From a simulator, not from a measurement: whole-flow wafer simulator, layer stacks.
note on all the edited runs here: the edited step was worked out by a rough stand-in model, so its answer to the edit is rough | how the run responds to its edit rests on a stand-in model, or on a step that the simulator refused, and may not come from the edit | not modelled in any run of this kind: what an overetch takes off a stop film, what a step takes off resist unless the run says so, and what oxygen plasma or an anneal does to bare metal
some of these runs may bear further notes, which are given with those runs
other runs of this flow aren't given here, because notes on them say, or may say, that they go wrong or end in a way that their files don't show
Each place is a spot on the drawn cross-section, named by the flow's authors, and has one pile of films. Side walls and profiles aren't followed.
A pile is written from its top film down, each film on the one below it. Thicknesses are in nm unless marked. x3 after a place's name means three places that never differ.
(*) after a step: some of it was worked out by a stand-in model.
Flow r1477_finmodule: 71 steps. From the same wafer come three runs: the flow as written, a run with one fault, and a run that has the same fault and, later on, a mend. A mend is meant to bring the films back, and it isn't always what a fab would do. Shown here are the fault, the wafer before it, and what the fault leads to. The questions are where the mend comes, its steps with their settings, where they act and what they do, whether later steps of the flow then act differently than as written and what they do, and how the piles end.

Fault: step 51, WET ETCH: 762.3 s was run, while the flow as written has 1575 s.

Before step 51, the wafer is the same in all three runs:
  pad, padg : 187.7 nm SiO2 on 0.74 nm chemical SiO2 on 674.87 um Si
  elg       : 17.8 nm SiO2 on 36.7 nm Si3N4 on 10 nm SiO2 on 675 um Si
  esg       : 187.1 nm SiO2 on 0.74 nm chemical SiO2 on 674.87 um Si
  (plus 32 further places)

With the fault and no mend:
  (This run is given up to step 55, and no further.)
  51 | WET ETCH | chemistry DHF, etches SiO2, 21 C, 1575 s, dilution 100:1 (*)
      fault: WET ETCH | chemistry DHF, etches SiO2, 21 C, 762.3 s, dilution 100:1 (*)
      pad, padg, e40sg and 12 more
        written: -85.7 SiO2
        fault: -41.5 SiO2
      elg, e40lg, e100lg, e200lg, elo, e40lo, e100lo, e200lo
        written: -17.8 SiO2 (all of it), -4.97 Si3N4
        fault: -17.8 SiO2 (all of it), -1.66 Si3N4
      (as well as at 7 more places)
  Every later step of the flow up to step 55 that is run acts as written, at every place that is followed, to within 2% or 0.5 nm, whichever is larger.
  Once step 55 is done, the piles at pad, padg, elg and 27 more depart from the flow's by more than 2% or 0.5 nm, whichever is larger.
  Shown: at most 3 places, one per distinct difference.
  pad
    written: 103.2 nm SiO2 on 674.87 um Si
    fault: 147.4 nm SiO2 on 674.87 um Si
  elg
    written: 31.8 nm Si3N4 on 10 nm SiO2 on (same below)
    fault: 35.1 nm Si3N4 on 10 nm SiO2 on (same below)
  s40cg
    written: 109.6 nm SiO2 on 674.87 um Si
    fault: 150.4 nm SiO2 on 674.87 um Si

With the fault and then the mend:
  The mend follows step 51.
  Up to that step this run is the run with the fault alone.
  51a | WET ETCH | chemistry DHF, etches SiO2, 21 C, 812.7 s, dilution 100:1 (*) (the flow's step 51, run once more with other settings)
      pad, padg, e40sg and 12 more
        -44.2 SiO2
      elg, e40lg, e100lg, e200lg, elo, e40lo, e100lo, e200lo
        -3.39 Si3N4
      esg, s40cg, s45cg, s50cg, s40co, s45co, s50co
        -40.8 SiO2
  Every later step of the flow that is run acts as written, at every place that is followed, to within 2% or 0.5 nm, whichever is larger.
  At the end the piles are close to the flow's at the places that both follow, differing by at most 2% or 0.5 nm, whichever is larger.
